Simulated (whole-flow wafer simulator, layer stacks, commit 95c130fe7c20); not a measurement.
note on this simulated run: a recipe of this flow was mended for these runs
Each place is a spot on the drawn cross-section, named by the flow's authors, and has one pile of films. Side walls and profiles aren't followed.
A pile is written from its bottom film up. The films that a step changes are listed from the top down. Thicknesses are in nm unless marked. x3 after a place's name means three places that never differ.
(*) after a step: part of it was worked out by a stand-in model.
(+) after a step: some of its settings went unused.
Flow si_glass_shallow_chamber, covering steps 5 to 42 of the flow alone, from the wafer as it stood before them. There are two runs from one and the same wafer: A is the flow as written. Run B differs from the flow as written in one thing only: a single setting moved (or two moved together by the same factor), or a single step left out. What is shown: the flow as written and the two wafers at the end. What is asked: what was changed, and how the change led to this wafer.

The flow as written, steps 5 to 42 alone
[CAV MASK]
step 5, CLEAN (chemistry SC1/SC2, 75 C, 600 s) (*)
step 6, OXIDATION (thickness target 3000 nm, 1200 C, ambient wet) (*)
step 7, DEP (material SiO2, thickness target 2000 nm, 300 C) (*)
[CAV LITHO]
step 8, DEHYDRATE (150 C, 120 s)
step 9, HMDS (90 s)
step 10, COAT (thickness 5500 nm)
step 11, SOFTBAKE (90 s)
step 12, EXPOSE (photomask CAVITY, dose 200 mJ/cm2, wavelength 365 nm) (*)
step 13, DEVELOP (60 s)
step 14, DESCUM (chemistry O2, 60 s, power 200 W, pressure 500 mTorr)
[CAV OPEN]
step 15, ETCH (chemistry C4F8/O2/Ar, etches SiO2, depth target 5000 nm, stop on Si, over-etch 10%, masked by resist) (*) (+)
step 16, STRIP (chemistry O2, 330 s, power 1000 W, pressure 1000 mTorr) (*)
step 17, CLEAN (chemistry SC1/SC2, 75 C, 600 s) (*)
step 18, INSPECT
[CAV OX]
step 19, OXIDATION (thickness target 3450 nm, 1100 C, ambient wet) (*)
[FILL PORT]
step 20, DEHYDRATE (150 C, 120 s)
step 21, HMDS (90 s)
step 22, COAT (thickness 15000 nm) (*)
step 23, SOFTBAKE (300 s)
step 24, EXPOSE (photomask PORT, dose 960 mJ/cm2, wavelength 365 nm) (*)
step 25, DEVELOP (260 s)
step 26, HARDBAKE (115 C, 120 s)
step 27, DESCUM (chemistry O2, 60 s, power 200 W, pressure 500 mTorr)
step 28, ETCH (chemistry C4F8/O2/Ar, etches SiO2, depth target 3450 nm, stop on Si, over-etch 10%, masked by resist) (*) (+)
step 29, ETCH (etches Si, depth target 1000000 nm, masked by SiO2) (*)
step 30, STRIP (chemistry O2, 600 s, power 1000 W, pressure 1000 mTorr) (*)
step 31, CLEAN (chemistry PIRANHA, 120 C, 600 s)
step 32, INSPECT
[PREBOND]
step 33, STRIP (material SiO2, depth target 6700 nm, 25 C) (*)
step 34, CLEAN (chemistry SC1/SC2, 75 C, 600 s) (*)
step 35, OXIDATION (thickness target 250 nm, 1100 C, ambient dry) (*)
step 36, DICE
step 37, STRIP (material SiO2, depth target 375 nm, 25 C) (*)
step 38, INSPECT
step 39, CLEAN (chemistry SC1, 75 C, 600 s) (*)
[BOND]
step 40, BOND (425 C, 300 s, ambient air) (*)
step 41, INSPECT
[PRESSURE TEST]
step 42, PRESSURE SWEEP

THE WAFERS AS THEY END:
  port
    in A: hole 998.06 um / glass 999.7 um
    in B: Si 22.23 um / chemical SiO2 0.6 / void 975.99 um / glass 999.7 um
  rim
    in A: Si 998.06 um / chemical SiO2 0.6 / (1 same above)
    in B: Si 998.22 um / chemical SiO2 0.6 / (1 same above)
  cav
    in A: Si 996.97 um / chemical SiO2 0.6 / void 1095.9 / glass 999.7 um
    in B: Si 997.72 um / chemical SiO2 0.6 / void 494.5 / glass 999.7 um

What caused this: step 7, DEP: thickness target 4800 nm was run, while the flow as written has thickness target 2000 nm.

The path from the change to this, step by step:
  step 7, DEP (material SiO2, thickness target 2000 nm, 300 C) (*)
      rim, ramp, cav, port, septum, ring: A +2000 SiO2 | B +4800 SiO2
  step 15, ETCH (chemistry C4F8/O2/Ar, etches SiO2, depth target 5000 nm, stop on Si, over-etch 10%, masked by resist) (*) (+)
      cav, port: A -5000 SiO2 (all of it), -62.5 Si | B -5500 SiO2
  step 16, STRIP (chemistry O2, 330 s, power 1000 W, pressure 1000 mTorr) (*)
      cav, port: A +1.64 chemical SiO2 (new film), -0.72 Si | B nothing
  step 17, CLEAN (chemistry SC1/SC2, 75 C, 600 s) (*)
      cav, port: A -1.04 chemical SiO2, -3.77 Si | B -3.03 SiO2
  step 19, OXIDATION (thickness target 3450 nm, 1100 C, ambient wet) (*)
      cav, port: A +3450 SiO2 (new film), -0.6 chemical SiO2 (all of it), -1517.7 Si | B +1882.1 SiO2, -828.1 Si
      rim, ramp, septum, ring: A +1110.9 SiO2, -488.8 Si | B +758.2 SiO2, -333.6 Si
  step 22, COAT (thickness 15000 nm) (*)
      rim: A +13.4 um thick-i-line-resist (new film) | B +12.95 um thick-i-line-resist (new film)
      ramp: A +12.89 um thick-i-line-resist (new film) | B +12.29 um thick-i-line-resist (new film)
      (as well as at 4 more places)
  step 23, SOFTBAKE (300 s)
      rim: A -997 thick-i-line-resist | B -1316.3 thick-i-line-resist
      ramp: A -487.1 thick-i-line-resist | B -659.9 thick-i-line-resist
      (as well as at 4 more places)
  step 25, DEVELOP (260 s)
      port: A -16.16 um thick-i-line-resist (all of it) | B -16.5 um thick-i-line-resist (all of it)
  step 26, HARDBAKE (115 C, 120 s)
      rim, ramp: A -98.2 thick-i-line-resist | B -89.1 thick-i-line-resist
      cav: A -147.1 thick-i-line-resist | B -151.9 thick-i-line-resist
  step 28, ETCH (chemistry C4F8/O2/Ar, etches SiO2, depth target 3450 nm, stop on Si, over-etch 10%, masked by resist) (*) (+)
      port: A -3450 SiO2 (all of it), -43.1 Si | B -3795 SiO2
  step 29, ETCH (etches Si, depth target 1000000 nm, masked by SiO2) (*)
      port: A +997.05 um hole (new film), -997.05 um Si (all of it) | B -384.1 SiO2 (all of it), -975.5 um Si
      rim, ramp: A -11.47 um thick-i-line-resist (all of it), -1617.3 SiO2 | B -10.71 um thick-i-line-resist (all of it), -2024.5 SiO2
      (as well as at 2 more places)
  step 30, STRIP (chemistry O2, 600 s, power 1000 W, pressure 1000 mTorr) (*)
      port: A nothing | B +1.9 chemical SiO2 (new film), -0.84 Si
      cav: A -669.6 thick-i-line-resist (all of it) | B -1008.9 thick-i-line-resist (all of it)
  step 33, STRIP (material SiO2, depth target 6700 nm, 25 C) (*)
      port: A nothing | B -1.9 chemical SiO2 (all of it)
      rim, ramp: A -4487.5 SiO2 (all of it) | B -6527.6 SiO2 (all of it)
      (as well as at 3 more places)
  step 34, CLEAN (chemistry SC1/SC2, 75 C, 600 s) (*)
      port: A nothing | B +0.6 chemical SiO2 (new film), -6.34 Si
  step 35, OXIDATION (thickness target 250 nm, 1100 C, ambient dry) (*)
      port: A nothing | B +250 SiO2 (new film), -0.6 chemical SiO2 (all of it), -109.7 Si
  step 37, STRIP (material SiO2, depth target 375 nm, 25 C) (*)
      port: A nothing | B -250 SiO2 (all of it)
  ... and 1 more step ...
  step 40, BOND (425 C, 300 s, ambient air) (*)
      port: A +999.7 um glass (new film), +1017.3 hole | B +999.7 um glass (new film), +975.99 um void (new film)
      cav: A +999.7 um glass (new film), +1095.9 void (new film) | B +999.7 um glass (new film), +494.5 void (new film)
